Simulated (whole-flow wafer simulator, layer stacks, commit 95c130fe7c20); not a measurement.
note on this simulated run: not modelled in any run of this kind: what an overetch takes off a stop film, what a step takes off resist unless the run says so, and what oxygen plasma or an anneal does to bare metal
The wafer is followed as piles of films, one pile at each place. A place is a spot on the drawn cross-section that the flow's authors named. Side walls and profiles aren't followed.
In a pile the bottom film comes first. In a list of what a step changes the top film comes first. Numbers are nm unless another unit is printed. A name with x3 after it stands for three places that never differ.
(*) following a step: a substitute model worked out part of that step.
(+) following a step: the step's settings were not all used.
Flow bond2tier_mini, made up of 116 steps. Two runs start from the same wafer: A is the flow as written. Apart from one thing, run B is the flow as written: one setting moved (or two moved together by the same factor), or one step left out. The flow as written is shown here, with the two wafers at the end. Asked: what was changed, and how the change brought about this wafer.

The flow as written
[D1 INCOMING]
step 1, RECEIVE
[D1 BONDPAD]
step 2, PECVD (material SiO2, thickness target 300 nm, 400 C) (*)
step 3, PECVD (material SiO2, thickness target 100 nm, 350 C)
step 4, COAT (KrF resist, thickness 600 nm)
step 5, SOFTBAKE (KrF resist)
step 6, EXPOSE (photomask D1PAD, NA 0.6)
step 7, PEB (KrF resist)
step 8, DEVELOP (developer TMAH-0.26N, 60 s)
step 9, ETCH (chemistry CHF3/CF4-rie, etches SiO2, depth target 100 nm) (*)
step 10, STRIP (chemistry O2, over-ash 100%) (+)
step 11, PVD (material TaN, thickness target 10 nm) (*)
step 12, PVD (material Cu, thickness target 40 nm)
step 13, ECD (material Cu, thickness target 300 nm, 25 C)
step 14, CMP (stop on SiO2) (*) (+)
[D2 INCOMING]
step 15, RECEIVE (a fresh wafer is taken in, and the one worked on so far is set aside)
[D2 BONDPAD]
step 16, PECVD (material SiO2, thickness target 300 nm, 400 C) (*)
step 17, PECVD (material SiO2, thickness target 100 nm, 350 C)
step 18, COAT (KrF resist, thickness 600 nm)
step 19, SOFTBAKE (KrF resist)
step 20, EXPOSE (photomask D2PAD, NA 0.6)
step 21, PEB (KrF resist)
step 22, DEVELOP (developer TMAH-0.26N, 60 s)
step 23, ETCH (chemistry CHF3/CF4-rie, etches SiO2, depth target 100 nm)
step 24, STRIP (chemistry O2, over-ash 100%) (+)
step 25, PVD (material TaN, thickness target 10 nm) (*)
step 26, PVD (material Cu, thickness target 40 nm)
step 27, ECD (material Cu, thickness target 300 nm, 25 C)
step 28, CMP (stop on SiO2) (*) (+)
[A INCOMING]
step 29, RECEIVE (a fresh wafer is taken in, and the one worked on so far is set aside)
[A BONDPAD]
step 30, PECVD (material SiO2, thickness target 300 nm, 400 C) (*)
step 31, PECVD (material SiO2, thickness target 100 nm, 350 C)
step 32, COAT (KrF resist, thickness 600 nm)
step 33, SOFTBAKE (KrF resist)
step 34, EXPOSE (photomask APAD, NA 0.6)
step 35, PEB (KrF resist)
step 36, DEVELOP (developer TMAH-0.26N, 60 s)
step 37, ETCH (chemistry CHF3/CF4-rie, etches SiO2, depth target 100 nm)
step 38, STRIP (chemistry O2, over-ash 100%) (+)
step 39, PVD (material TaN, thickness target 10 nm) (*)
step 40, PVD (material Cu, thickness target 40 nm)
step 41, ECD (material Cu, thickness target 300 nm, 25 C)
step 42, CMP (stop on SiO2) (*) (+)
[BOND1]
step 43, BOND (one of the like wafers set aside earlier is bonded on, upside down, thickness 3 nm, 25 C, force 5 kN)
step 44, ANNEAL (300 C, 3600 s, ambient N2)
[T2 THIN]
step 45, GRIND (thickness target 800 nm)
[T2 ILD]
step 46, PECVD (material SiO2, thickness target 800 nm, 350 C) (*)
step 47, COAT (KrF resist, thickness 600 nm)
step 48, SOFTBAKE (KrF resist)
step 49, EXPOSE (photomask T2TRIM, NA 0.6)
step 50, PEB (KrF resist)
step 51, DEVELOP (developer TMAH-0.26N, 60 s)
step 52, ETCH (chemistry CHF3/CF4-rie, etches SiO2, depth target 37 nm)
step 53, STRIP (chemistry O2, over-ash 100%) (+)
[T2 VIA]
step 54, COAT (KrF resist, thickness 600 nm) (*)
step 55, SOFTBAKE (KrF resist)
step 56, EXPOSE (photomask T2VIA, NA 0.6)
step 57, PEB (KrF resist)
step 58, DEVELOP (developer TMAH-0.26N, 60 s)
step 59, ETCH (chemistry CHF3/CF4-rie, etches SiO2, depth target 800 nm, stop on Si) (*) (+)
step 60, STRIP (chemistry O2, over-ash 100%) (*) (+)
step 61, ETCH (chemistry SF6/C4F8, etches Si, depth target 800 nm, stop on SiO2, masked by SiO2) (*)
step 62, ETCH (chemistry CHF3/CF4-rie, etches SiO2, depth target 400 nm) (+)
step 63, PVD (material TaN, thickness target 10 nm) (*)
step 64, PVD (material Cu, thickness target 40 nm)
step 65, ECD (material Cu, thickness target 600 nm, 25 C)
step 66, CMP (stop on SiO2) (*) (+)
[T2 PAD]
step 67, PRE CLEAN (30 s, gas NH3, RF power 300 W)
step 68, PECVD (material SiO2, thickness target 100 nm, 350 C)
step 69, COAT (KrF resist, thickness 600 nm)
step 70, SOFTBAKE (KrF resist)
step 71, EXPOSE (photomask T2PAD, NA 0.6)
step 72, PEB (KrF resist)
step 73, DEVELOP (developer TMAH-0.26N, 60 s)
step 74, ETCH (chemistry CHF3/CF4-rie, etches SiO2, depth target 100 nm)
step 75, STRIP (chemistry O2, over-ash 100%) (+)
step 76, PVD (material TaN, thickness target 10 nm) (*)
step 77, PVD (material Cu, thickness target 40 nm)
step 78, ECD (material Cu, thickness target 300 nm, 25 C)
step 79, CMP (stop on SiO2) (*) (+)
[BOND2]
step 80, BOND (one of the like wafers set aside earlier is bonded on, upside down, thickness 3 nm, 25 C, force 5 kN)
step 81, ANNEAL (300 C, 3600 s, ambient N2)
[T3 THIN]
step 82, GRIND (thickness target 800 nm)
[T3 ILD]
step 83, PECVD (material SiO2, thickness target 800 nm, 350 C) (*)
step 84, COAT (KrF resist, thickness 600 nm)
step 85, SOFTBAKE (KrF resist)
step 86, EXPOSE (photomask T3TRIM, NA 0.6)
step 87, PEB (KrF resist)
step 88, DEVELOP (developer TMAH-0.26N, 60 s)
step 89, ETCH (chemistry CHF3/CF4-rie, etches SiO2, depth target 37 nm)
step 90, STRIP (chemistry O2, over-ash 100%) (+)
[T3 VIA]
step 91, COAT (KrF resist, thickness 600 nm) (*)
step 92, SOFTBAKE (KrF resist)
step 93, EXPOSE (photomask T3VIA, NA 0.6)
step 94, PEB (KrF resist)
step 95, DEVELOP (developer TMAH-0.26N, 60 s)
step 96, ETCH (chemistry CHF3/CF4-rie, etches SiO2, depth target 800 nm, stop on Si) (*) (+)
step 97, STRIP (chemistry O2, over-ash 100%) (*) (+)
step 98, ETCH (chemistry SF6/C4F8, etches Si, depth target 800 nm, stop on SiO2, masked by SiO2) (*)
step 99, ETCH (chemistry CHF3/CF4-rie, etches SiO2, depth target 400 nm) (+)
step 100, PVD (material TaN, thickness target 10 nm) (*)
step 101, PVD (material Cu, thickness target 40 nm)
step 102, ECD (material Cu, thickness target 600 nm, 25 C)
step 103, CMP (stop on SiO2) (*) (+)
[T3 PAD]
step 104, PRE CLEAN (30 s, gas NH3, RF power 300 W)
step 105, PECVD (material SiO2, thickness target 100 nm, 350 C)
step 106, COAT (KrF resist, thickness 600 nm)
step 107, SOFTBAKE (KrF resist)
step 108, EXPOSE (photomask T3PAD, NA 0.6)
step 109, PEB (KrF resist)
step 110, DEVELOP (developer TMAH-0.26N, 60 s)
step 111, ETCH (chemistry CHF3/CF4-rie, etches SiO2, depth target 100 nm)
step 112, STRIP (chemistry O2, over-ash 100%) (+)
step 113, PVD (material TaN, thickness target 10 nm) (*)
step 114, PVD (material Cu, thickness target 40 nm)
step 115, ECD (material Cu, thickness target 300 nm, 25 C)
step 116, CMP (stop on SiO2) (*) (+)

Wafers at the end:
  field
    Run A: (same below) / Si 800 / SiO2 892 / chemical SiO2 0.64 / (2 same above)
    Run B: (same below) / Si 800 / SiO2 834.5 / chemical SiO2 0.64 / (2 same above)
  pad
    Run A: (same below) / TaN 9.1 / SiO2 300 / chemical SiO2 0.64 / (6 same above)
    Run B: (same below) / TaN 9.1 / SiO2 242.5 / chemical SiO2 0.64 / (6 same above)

The reason: step 17, PECVD: thickness target 42.5 nm was run, whereas the flow has thickness target 100 nm.

Step by step, how the change led to this:
  step 17, PECVD (material SiO2, thickness target 100 nm, 350 C)
      field, pad, via: A SiO2 gains 100 | B SiO2 gains 42.5
  step 80, BOND (one of the like wafers set aside earlier is bonded on, upside down, thickness 3 nm, 25 C, force 5 kN)
      field: A Si gains 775 um (new film), chemical SiO2 gains 0.64 (new film), SiO2 gains 400 | B Si gains 775 um (new film), chemical SiO2 gains 0.64 (new film), SiO2 gains 342.5
      pad: A Si gains 775 um (new film), chemical SiO2 gains 0.64 (new film), SiO2 gains 300 (new film), TaN gains 9.1 (new film), Cu gains 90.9 | B Si gains 775 um (new film), chemical SiO2 gains 0.64 (new film), SiO2 gains 242.5 (new film), TaN gains 9.1 (new film), Cu gains 90.9
